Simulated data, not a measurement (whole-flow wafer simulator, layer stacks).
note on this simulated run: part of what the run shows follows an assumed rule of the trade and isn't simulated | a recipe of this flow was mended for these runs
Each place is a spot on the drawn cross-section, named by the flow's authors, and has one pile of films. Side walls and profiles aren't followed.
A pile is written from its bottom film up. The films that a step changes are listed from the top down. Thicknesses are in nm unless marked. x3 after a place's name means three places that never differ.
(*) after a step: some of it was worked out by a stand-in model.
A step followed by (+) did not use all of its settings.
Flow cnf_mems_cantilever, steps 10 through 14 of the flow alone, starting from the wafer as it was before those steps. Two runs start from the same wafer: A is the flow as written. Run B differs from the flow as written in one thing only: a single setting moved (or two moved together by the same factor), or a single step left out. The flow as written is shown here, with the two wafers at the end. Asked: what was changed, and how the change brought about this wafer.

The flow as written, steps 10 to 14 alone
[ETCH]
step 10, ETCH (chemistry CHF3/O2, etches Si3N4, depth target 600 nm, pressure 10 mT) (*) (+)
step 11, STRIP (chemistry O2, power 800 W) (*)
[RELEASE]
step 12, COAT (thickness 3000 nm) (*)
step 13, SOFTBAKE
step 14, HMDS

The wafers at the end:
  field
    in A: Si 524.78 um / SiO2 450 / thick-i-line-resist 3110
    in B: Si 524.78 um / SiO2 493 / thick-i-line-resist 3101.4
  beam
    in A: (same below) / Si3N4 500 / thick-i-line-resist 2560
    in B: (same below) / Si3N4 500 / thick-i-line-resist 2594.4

What caused this: step 10, ETCH: depth target 514 nm was run, while the flow as written has depth target 600 nm.

How this came from the change, step by step:
  step 10, ETCH (chemistry CHF3/O2, etches Si3N4, depth target 600 nm, pressure 10 mT) (*) (+)
      field: A -500 Si3N4 (all of it), -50 SiO2 | B -500 Si3N4 (all of it), -7 SiO2
      beam: A -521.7 KrF-resist | B -447 KrF-resist
  step 11, STRIP (chemistry O2, power 800 W) (*)
      beam: A -460.9 KrF-resist (all of it) | B -535.7 KrF-resist (all of it)
  step 13, SOFTBAKE
      field: A +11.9 thick-i-line-resist | B +10.8 thick-i-line-resist
      beam: A -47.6 thick-i-line-resist | B -43.2 thick-i-line-resist
